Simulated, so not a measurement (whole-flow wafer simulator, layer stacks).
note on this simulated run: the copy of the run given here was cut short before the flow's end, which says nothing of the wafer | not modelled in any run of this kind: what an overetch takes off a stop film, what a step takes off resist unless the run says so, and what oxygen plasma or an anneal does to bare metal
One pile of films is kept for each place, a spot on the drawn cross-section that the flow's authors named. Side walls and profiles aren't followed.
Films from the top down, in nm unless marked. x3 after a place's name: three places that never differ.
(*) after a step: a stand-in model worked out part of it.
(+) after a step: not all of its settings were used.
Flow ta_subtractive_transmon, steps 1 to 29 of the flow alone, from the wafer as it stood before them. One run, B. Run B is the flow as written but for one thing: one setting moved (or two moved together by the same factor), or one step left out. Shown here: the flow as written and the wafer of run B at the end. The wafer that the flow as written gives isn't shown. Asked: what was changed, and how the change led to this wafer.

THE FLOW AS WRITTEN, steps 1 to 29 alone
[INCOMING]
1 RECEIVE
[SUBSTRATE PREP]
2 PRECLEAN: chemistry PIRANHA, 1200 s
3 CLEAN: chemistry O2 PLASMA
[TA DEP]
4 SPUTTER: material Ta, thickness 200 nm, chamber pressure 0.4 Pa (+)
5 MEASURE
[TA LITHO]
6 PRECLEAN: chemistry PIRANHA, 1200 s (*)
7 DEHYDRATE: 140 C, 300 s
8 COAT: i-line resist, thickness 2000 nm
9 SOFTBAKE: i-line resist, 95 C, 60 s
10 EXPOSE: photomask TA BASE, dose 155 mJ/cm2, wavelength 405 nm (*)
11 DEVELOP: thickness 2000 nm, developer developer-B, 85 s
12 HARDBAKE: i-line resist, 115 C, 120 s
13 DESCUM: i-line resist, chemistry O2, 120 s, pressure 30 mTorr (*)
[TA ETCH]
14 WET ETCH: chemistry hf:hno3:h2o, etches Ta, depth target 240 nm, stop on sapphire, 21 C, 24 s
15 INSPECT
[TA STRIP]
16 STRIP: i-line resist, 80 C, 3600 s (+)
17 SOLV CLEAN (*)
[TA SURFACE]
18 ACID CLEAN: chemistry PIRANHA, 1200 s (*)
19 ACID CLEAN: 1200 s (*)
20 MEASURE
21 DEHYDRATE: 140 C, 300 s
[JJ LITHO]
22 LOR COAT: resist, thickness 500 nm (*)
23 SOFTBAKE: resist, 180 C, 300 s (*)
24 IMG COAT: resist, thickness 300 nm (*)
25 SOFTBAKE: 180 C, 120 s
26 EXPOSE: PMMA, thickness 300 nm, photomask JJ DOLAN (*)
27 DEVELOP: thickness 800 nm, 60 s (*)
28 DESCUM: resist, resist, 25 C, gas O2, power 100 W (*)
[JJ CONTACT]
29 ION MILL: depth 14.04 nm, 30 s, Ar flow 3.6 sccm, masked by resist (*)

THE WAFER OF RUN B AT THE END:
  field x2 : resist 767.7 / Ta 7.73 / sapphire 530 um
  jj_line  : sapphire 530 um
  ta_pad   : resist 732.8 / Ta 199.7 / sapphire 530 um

The cause: step 14, WET ETCH: 19.2 s was run, where the flow has 24 s.

How the change led to this, step by step:
  14 WET ETCH: chemistry hf:hno3:h2o, etches Ta, depth target 240 nm, stop on sapphire, 21 C, 24 s
      field x2, jj_line, lead: Ta -192 (as written it would be: Ta -200 (all of it))
  29 ION MILL: depth 14.04 nm, 30 s, Ar flow 3.6 sccm, masked by resist (*)
      jj_line, lead: Ta -7.73 (all of it), sapphire -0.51 (as written it would be: sapphire -2.8)
Counting metal films that touch as one body, field x2 has 1 body; the flow as written gives 0 bodies.
